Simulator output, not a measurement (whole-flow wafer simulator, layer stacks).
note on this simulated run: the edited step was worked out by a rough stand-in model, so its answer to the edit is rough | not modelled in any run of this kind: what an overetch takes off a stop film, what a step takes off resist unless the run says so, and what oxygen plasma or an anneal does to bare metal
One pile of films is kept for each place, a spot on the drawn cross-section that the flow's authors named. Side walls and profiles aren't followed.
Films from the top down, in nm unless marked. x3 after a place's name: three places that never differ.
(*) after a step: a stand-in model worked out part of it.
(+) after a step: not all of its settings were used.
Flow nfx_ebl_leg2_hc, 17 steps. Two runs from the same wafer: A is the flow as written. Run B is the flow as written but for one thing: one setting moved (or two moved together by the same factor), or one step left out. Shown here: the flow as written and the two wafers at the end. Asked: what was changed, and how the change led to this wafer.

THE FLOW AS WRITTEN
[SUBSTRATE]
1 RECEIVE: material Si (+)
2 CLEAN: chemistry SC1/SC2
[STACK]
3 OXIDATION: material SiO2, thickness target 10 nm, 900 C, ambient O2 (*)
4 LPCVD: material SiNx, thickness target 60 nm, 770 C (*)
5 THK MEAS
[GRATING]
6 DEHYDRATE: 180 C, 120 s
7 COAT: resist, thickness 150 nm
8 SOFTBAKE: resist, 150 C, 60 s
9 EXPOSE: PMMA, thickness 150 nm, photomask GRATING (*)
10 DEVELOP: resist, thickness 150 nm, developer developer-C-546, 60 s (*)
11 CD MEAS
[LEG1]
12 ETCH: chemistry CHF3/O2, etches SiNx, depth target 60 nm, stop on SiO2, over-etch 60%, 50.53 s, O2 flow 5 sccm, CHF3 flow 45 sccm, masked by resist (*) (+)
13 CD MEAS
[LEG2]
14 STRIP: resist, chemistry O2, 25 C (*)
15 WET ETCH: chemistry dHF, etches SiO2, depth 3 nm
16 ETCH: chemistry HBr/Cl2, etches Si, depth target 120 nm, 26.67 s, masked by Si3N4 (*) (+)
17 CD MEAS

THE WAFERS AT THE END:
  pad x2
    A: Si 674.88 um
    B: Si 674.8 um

The cause: step 16, ETCH: depth target 192 nm was run, where the flow has depth target 120 nm.

How the change led to this, step by step:
  16 ETCH: chemistry HBr/Cl2, etches Si, depth target 120 nm, 26.67 s, masked by Si3N4 (*) (+)
      pad x2: A Si -120 | B Si -192
